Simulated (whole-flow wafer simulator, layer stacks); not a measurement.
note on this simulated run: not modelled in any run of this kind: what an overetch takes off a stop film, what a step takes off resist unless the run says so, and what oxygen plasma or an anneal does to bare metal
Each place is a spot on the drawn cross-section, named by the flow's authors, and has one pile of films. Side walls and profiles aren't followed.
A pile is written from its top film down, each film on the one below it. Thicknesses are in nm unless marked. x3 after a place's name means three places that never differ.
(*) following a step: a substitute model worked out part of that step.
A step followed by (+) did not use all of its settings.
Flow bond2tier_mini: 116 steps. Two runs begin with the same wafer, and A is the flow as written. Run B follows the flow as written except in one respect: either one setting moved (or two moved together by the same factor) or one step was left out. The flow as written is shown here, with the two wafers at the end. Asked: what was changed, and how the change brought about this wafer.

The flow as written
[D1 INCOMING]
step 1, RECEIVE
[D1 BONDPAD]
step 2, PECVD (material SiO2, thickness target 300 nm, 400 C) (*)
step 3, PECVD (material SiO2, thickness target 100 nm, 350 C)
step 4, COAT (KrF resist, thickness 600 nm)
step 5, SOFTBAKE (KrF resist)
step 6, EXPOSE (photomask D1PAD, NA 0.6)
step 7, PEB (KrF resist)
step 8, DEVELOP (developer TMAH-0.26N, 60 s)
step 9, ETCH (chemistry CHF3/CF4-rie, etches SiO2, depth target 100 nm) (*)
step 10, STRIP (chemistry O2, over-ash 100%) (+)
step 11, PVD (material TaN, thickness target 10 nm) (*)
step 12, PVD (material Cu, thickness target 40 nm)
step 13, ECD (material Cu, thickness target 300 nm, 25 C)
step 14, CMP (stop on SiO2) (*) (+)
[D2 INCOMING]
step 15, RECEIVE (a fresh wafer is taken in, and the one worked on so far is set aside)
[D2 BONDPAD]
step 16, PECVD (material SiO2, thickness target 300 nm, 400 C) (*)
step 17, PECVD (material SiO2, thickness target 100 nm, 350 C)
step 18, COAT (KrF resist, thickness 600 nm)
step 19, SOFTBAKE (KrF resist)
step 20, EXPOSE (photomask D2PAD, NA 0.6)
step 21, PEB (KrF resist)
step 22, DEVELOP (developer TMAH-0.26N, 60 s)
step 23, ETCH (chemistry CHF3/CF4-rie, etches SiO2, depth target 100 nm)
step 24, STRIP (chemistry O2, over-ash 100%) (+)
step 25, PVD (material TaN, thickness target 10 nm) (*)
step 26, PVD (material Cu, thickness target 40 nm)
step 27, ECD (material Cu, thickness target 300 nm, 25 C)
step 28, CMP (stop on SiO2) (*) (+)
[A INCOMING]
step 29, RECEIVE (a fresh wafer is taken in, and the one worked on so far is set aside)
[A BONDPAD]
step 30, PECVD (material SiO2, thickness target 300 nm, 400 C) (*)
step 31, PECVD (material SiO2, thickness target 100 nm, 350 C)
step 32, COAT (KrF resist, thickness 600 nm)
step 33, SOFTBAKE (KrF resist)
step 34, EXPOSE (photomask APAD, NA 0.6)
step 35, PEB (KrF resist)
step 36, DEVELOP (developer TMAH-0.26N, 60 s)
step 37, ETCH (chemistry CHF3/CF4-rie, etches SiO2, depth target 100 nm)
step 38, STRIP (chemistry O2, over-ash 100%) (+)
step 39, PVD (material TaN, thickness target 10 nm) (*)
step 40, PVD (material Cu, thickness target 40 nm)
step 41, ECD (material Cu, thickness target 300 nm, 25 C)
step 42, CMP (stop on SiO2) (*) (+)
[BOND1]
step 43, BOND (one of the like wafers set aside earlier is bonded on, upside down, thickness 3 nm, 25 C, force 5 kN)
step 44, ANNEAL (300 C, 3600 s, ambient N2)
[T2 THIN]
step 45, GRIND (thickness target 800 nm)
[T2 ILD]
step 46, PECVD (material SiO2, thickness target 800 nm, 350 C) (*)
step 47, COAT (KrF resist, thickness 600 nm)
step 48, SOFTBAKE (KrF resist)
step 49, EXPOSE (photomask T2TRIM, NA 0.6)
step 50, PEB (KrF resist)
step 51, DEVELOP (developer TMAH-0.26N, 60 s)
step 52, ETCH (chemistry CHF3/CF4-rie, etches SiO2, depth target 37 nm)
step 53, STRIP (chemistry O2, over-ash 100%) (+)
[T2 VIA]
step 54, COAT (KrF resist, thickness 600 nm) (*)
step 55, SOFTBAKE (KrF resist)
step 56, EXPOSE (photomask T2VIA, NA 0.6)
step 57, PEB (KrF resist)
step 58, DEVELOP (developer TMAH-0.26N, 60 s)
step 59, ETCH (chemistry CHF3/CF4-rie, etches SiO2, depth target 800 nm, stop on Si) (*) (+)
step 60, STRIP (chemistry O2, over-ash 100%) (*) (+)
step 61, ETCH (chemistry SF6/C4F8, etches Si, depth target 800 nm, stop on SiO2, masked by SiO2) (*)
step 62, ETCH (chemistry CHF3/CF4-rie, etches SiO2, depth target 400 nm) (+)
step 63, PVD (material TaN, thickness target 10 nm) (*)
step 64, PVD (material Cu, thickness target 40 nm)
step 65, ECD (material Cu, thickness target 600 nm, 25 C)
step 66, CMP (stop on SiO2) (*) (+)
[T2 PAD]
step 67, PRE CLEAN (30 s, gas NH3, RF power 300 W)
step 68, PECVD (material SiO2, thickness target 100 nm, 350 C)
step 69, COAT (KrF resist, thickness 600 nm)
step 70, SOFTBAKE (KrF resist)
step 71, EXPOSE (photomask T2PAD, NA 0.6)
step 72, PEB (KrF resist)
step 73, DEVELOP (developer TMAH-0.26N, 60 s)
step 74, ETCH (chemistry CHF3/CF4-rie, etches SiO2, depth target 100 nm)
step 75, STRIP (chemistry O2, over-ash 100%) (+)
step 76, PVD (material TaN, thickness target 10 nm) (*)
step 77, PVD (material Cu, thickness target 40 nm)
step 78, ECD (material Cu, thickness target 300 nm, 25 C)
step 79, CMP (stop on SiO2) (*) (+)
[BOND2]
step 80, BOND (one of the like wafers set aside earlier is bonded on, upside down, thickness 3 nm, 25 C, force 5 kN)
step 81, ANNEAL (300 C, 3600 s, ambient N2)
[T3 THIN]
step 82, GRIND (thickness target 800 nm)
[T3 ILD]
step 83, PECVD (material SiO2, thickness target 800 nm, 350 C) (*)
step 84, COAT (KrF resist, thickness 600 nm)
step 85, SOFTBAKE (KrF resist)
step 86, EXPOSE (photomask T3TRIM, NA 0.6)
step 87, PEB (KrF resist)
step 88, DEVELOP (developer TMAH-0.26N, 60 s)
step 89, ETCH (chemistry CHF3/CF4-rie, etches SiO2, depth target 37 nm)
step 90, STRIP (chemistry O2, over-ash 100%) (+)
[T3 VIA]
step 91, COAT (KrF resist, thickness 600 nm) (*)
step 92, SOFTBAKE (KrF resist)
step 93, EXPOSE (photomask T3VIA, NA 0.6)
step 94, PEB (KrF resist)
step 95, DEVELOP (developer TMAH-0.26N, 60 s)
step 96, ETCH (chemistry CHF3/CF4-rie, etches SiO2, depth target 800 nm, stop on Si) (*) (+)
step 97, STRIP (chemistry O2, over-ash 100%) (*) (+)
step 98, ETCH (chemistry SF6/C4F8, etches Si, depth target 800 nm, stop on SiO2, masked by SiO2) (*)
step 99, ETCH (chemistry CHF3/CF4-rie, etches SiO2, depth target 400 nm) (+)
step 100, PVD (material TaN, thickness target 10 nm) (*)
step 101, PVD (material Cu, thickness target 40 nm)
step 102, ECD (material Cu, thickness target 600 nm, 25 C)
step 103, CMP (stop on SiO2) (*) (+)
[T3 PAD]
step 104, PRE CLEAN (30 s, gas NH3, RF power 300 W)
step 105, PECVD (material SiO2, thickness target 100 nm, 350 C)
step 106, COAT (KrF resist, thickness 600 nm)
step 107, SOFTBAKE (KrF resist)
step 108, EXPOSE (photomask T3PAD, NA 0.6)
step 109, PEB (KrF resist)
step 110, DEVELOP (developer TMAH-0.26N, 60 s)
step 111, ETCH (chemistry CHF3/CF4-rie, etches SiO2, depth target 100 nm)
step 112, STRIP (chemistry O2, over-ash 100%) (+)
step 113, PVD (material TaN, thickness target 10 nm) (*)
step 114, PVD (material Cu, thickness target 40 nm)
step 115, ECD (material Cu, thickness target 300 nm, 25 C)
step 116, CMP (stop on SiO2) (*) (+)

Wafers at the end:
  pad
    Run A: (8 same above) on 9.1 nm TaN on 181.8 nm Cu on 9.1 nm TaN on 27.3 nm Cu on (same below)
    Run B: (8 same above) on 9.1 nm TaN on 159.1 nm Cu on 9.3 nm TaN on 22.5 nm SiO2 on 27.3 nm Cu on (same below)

Cause: step 74, ETCH: depth target 77.5 nm was run, though the flow has depth target 100 nm.

The path from the change to this, step by step:
  step 74, ETCH (chemistry CHF3/CF4-rie, etches SiO2, depth target 100 nm)
      pad: A SiO2 loses 100 (all of it) | B SiO2 loses 77.5
      field: A KrF resist loses 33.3 | B KrF resist loses 25.8
  step 77, PVD (material Cu, thickness target 40 nm)
      pad: A Cu gains 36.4 (new film) | B Cu gains 37.2 (new film)
  step 78, ECD (material Cu, thickness target 300 nm, 25 C)
      pad: A Cu gains 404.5 | B Cu gains 381
With metal films that touch counted as one body, pad has 4 bodies (between them, from the top down: SiO2 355 / Si 800 / chemical SiO2 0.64 / SiO2 300; SiO2 22.5; SiO2 355 / Si 800 / chemical SiO2 0.64 / SiO2 300); the flow as written gives 3 bodies (between them, from the top down: SiO2 355 / Si 800 / chemical SiO2 0.64 / SiO2 300; SiO2 355 / Si 800 / chemical SiO2 0.64 / SiO2 300).
